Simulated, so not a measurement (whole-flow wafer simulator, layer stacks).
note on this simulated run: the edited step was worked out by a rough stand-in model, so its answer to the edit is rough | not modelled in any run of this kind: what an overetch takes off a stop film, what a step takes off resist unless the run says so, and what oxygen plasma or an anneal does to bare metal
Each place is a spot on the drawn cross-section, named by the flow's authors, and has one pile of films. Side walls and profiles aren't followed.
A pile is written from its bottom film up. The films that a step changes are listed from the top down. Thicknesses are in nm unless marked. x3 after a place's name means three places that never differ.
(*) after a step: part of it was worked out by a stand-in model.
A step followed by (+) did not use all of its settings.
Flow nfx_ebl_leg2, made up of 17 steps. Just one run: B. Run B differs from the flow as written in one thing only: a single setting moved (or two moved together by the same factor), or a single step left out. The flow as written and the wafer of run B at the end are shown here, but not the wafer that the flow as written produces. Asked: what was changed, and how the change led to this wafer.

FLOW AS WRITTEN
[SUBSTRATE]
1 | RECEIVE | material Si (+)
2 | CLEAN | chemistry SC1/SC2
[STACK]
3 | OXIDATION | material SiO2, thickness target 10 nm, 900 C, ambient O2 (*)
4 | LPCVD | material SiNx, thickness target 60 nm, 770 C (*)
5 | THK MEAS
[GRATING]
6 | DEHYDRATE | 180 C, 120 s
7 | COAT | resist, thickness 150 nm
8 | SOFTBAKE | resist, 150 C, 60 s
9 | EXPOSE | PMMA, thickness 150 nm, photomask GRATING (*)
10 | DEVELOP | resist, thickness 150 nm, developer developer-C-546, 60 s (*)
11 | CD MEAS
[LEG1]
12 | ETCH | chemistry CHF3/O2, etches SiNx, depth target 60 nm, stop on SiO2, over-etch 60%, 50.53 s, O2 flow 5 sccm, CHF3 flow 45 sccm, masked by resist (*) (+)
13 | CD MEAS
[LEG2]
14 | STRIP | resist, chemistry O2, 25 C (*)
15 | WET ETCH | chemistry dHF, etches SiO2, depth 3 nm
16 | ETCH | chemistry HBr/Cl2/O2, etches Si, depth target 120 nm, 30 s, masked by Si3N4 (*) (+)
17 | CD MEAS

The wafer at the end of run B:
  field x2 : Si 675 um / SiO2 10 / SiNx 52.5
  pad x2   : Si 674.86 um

The reason: step 16, ETCH: depth target 132 nm was run, whereas the flow has depth target 120 nm; step 16, ETCH: 33 s was run, where the flow has 30 s.

Step by step, how the change led to this:
  16 | ETCH | chemistry HBr/Cl2/O2, etches Si, depth target 120 nm, 30 s, masked by Si3N4 (*) (+)
      field x2: SiNx loses 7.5 (in the flow as written it would be: SiNx loses 6.82)
      pad x2: Si loses 132 (in the flow as written it would be: Si loses 120)
